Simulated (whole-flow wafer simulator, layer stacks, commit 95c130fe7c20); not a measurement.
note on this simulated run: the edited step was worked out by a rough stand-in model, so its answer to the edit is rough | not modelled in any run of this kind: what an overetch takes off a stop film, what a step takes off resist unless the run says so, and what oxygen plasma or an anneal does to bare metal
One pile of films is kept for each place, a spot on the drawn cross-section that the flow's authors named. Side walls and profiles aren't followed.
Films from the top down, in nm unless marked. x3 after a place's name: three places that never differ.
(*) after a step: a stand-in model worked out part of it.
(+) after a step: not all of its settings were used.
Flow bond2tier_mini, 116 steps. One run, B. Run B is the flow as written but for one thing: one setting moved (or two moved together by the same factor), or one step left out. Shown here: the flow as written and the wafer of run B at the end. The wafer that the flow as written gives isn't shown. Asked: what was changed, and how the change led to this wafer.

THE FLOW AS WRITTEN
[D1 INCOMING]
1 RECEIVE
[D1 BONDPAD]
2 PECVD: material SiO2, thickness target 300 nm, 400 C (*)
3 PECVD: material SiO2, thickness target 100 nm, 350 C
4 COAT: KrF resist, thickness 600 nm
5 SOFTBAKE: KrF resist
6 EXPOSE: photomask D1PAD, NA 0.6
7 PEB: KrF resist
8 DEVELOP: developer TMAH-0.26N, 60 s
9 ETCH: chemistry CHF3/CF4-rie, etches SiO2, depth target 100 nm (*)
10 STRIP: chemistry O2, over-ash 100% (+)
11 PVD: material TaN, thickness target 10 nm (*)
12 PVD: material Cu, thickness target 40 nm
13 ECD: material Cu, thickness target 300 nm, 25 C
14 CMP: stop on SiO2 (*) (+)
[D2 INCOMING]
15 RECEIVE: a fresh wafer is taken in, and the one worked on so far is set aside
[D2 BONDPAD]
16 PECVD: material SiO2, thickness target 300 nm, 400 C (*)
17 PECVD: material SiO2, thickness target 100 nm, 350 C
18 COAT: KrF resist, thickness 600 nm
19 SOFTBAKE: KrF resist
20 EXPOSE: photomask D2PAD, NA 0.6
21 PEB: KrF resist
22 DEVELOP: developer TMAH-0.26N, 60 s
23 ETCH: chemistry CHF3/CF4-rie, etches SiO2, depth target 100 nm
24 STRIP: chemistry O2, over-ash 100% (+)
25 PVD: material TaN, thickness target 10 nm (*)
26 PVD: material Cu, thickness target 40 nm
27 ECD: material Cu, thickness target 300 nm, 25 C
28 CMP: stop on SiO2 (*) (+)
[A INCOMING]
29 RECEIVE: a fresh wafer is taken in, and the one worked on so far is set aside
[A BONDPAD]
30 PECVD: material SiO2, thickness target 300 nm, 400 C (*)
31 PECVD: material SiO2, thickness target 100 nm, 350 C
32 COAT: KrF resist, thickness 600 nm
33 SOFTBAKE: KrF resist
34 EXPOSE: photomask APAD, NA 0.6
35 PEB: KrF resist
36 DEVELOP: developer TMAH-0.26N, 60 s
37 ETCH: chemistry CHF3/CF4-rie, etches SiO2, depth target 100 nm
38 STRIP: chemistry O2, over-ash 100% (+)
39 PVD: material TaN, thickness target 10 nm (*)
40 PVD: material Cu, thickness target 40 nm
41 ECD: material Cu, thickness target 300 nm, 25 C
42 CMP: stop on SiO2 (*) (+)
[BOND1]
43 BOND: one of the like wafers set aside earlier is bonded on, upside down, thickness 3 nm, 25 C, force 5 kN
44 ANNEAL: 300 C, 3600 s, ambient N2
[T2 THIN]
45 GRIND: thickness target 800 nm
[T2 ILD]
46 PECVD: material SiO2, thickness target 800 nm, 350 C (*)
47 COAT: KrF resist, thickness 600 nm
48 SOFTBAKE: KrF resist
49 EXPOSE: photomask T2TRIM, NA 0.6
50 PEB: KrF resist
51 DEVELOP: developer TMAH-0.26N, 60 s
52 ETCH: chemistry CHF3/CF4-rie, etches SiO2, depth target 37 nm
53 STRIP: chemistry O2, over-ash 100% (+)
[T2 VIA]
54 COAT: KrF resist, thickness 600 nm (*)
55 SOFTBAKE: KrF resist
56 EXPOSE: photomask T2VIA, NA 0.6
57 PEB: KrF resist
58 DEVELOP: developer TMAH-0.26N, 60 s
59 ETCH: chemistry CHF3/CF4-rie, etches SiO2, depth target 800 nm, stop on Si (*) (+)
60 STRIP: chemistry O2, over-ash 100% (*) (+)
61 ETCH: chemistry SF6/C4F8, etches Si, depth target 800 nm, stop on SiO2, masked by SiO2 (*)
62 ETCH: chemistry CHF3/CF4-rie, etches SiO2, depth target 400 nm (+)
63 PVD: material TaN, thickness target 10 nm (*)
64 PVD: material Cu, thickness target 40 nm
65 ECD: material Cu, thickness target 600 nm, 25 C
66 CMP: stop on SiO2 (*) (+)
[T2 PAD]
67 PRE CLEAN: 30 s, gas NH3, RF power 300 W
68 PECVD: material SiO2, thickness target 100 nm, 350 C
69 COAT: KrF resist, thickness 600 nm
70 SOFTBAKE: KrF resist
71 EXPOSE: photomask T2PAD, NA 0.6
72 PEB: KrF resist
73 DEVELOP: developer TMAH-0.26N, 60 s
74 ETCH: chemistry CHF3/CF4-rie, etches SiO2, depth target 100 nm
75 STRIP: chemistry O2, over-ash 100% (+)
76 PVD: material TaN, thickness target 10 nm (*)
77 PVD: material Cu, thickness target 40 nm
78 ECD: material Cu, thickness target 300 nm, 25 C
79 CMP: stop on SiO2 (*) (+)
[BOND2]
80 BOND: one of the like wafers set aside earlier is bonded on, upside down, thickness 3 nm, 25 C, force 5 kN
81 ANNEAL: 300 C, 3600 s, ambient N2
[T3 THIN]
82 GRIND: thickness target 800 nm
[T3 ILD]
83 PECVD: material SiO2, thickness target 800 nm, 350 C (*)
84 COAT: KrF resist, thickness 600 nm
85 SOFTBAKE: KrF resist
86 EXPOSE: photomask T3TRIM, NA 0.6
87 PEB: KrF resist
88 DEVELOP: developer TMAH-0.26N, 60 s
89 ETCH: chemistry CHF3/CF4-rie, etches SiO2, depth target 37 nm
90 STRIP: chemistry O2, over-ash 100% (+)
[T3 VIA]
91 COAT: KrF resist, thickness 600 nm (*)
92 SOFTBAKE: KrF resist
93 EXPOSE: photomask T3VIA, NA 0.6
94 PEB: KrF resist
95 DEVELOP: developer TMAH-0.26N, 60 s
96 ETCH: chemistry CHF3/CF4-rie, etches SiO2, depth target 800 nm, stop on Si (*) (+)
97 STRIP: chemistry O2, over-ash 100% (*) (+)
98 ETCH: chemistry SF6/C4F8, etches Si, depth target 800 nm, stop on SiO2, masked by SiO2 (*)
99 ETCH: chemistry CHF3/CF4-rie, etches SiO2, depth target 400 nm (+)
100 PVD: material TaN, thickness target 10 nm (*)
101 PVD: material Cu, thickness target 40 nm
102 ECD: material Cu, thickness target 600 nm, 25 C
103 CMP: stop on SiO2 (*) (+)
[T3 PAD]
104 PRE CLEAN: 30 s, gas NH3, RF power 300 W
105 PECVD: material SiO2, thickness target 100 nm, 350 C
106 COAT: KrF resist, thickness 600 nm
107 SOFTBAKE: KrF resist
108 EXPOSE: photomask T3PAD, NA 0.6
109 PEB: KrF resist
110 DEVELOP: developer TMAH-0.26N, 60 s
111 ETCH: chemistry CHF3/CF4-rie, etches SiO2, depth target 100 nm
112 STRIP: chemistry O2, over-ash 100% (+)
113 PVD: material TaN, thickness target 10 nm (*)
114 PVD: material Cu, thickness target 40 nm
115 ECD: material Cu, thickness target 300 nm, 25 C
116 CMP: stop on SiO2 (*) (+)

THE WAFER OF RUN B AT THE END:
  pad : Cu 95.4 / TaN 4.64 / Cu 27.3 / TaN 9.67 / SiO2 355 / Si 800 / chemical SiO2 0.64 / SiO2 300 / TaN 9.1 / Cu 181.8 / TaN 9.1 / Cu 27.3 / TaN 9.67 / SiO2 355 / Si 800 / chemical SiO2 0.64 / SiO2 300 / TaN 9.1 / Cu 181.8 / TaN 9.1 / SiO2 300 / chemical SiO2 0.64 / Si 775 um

The cause: step 113, PVD: thickness target 5.1 nm was run, where the flow has thickness target 10 nm.

How the change led to this, step by step:
  113 PVD: material TaN, thickness target 10 nm (*)
      field: TaN +5.1 (new film) (as written it would be: TaN +10 (new film))
      pad: TaN +4.64 (new film) (as written it would be: TaN +9.1 (new film))
  116 CMP: stop on SiO2 (*) (+)
      field: Cu -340 (all of it), TaN -5.1 (all of it) (as written it would be: Cu -340 (all of it), TaN -10 (all of it))
